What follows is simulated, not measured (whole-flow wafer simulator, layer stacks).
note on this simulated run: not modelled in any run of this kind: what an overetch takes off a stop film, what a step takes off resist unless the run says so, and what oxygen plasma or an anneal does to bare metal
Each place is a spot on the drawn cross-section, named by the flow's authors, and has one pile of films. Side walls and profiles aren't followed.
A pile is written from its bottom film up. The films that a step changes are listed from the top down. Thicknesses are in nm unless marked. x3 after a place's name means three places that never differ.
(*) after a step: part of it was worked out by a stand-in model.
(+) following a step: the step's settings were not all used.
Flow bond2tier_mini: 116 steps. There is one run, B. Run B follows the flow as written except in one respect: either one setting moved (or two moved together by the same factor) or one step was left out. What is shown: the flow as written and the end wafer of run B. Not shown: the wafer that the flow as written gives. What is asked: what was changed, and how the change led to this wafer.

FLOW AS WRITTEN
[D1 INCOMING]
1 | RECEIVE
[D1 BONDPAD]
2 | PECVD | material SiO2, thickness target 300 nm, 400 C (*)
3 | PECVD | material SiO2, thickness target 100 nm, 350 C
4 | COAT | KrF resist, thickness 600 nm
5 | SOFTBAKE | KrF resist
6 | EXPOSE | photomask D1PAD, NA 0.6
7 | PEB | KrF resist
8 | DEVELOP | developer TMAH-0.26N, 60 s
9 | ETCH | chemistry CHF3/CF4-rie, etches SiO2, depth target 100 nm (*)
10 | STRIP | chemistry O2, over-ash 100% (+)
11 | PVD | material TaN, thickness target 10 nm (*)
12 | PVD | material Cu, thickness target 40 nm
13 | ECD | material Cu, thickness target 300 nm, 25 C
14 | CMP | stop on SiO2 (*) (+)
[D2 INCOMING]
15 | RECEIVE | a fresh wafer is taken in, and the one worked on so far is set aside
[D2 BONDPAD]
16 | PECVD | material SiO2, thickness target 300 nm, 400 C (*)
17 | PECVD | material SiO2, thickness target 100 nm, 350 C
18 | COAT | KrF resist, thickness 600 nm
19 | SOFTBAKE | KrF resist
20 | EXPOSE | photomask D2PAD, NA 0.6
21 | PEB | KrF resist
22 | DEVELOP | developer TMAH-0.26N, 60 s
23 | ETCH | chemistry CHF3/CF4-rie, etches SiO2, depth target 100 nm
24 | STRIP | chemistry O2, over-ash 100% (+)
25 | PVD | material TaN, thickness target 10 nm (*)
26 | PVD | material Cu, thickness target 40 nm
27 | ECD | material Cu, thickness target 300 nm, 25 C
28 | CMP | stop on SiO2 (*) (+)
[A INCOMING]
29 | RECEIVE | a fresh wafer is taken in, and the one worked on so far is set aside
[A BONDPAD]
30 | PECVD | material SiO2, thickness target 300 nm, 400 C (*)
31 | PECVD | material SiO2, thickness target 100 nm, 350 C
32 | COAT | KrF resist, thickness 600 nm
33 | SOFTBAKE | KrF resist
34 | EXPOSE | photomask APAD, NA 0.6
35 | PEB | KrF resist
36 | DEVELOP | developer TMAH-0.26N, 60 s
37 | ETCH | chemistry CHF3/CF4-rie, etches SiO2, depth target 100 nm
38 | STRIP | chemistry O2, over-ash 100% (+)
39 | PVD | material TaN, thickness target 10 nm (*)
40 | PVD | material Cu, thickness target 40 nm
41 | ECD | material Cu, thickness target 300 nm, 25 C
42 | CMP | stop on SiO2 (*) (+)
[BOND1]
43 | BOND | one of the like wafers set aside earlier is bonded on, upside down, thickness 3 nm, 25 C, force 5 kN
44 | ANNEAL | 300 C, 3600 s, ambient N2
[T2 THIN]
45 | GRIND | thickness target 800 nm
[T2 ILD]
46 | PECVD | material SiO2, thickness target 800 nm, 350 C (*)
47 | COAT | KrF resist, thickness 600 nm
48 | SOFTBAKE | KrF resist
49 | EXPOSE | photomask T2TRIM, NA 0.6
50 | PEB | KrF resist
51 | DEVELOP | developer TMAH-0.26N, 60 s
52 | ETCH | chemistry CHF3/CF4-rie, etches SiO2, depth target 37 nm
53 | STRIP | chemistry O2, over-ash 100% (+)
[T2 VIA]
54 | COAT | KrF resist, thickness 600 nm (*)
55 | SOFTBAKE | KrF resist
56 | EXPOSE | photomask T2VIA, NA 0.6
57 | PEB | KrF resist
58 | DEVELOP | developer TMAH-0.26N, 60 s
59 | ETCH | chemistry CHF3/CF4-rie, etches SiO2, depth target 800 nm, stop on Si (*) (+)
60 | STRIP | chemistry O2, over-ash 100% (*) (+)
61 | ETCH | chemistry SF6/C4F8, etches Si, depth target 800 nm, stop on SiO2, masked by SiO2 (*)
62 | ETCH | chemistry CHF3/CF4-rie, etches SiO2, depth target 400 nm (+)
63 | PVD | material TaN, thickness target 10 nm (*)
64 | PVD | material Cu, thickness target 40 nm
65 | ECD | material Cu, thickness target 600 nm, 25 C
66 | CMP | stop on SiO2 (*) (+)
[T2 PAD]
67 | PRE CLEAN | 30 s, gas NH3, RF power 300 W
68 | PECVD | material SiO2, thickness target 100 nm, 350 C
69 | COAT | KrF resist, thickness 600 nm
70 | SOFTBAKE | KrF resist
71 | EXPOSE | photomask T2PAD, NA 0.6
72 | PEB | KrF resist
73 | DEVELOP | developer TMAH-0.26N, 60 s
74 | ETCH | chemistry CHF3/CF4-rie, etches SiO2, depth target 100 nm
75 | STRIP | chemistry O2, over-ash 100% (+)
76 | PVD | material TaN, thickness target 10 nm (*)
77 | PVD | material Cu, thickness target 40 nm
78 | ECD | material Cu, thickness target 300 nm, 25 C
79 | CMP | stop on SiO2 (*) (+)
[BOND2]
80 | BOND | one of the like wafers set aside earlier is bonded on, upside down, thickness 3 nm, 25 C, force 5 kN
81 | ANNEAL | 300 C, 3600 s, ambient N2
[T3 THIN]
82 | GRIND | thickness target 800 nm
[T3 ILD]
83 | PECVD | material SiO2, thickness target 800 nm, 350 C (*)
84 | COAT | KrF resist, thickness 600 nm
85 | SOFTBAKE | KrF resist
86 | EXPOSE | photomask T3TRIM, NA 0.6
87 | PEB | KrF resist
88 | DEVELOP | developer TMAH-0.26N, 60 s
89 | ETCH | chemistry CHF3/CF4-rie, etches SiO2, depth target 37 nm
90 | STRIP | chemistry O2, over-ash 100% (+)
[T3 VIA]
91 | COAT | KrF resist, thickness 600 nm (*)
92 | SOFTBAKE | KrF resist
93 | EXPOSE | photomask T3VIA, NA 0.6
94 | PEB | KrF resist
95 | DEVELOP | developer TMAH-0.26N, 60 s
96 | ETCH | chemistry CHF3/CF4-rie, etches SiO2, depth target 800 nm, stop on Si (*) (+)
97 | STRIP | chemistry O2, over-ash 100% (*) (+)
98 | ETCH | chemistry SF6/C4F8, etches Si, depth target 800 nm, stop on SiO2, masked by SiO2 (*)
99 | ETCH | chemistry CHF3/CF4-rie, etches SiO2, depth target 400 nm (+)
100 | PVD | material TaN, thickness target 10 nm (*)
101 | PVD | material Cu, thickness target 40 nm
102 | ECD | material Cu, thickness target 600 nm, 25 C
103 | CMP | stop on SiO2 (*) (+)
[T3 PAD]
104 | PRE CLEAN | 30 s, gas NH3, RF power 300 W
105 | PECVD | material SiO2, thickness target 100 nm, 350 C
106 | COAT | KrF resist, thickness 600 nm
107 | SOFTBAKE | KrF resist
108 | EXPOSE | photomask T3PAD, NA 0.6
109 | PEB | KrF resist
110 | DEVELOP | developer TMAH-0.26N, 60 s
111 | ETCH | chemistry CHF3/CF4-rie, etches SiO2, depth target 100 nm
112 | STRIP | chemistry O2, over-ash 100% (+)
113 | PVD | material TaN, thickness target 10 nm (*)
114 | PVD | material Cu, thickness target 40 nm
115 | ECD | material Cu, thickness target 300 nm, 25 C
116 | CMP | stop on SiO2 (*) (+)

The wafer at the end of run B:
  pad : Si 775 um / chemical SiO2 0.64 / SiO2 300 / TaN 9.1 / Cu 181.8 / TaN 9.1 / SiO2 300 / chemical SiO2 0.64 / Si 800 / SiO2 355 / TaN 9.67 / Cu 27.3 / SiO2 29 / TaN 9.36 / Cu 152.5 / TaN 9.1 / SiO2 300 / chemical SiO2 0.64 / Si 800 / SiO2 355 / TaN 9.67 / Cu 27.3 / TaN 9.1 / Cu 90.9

The reason: step 74, ETCH: depth target 71 nm was run, while the flow as written has depth target 100 nm.

How this came from the change, step by step:
  74 | ETCH | chemistry CHF3/CF4-rie, etches SiO2, depth target 100 nm
      pad: SiO2 loses 71 (as written it would have been: SiO2 loses 100 (all of it))
      field: KrF resist loses 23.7 (as written it would have been: KrF resist loses 33.3)
  77 | PVD | material Cu, thickness target 40 nm
      pad: Cu gains 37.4 (new film) (as written it would have been: Cu gains 36.4 (new film))
  78 | ECD | material Cu, thickness target 300 nm, 25 C
      pad: Cu gains 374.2 (as written it would have been: Cu gains 404.5)
Taking metal films that touch as one body, pad has 4 bodies (between them, from the top down: SiO2 355 / Si 800 / chemical SiO2 0.64 / SiO2 300; SiO2 29; SiO2 355 / Si 800 / chemical SiO2 0.64 / SiO2 300); the flow as written gives 3 bodies (between them, from the top down: SiO2 355 / Si 800 / chemical SiO2 0.64 / SiO2 300; SiO2 355 / Si 800 / chemical SiO2 0.64 / SiO2 300).
